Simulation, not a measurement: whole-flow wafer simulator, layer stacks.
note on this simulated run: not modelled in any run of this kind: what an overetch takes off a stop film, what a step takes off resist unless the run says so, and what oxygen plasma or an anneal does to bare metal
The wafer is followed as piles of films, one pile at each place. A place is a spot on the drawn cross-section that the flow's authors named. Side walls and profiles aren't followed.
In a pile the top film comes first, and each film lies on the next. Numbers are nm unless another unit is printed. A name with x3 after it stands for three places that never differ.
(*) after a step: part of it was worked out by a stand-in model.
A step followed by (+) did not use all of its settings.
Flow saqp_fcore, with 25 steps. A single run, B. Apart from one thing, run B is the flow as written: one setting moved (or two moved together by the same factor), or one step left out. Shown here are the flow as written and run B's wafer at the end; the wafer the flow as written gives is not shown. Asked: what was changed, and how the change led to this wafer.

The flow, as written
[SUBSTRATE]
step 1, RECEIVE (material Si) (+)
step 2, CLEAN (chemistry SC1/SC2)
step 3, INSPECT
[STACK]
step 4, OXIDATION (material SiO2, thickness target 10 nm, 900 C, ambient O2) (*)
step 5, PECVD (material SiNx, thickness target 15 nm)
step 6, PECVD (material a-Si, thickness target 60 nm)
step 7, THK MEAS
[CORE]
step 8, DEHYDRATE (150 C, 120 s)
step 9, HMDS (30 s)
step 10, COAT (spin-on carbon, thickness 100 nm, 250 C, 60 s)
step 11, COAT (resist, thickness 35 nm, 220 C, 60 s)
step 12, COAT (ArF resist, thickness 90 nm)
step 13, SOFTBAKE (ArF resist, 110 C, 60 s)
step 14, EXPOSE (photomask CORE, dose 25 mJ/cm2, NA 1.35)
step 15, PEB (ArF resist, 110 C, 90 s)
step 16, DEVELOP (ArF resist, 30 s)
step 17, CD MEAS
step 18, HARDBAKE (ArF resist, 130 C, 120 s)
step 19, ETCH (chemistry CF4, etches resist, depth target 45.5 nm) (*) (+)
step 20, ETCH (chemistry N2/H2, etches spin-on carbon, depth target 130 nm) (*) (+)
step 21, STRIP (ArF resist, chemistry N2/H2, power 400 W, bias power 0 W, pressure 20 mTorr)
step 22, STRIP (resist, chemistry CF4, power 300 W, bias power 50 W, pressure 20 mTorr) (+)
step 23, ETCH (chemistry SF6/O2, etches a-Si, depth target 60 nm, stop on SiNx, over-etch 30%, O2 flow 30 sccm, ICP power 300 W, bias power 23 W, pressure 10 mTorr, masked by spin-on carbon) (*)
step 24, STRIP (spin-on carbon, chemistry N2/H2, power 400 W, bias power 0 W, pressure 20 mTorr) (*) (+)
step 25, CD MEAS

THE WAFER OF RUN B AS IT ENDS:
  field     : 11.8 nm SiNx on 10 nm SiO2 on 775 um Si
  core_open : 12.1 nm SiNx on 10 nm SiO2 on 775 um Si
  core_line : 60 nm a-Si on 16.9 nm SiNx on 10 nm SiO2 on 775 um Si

What caused this: step 5, PECVD: thickness target 16.9 nm was run, though the flow has thickness target 15 nm.
One can read it off the wafer: core_line has SiNx 16.9, and step 5 as written asks for 15 nm.

The path from the change to this, step by step:
  step 5, PECVD (material SiNx, thickness target 15 nm)
      field, core_open, core_line: SiNx gains 16.9 (new film) (as written it would have been: SiNx gains 15 (new film))
